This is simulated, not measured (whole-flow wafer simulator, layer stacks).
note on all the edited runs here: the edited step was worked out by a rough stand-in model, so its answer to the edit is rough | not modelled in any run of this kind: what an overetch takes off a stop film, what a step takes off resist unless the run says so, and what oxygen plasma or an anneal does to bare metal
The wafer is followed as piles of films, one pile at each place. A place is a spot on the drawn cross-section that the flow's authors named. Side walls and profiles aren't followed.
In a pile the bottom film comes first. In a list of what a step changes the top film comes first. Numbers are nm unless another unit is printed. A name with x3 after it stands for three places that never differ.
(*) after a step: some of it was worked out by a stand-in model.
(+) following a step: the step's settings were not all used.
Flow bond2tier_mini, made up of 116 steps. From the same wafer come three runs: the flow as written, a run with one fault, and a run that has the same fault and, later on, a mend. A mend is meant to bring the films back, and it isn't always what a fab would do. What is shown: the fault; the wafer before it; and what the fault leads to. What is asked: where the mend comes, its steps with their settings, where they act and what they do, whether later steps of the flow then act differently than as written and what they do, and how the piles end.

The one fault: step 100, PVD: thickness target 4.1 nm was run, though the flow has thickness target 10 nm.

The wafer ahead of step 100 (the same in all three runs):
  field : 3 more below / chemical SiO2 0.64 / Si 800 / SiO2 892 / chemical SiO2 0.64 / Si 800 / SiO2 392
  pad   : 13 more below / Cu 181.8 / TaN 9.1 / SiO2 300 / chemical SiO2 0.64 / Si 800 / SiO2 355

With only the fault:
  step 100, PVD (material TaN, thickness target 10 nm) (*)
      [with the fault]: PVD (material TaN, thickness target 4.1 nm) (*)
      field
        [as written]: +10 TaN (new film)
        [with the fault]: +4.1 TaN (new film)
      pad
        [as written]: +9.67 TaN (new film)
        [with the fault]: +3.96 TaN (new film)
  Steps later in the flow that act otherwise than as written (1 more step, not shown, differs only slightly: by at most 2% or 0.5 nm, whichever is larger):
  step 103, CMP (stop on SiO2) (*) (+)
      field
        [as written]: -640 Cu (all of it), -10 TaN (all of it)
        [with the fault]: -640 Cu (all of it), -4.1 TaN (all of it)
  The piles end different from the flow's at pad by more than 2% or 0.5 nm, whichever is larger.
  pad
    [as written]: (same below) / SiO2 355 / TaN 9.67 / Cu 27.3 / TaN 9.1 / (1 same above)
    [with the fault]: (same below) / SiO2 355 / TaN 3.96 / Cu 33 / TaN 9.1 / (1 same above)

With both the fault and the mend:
  After step 100 comes the mend.
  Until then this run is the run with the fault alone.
  step 100a, PVD (material TaN, thickness target 5.9 nm) (*) (the flow's step 100, run once more with other settings)
      field
        +5.9 TaN
      pad
        +5.7 TaN
  Every later step of the flow that is run acts as written at every place that is followed.
  When the end is reached, the piles differ only a little from the flow's at the places that both follow, at most by 2% or 0.5 nm, whichever is larger.
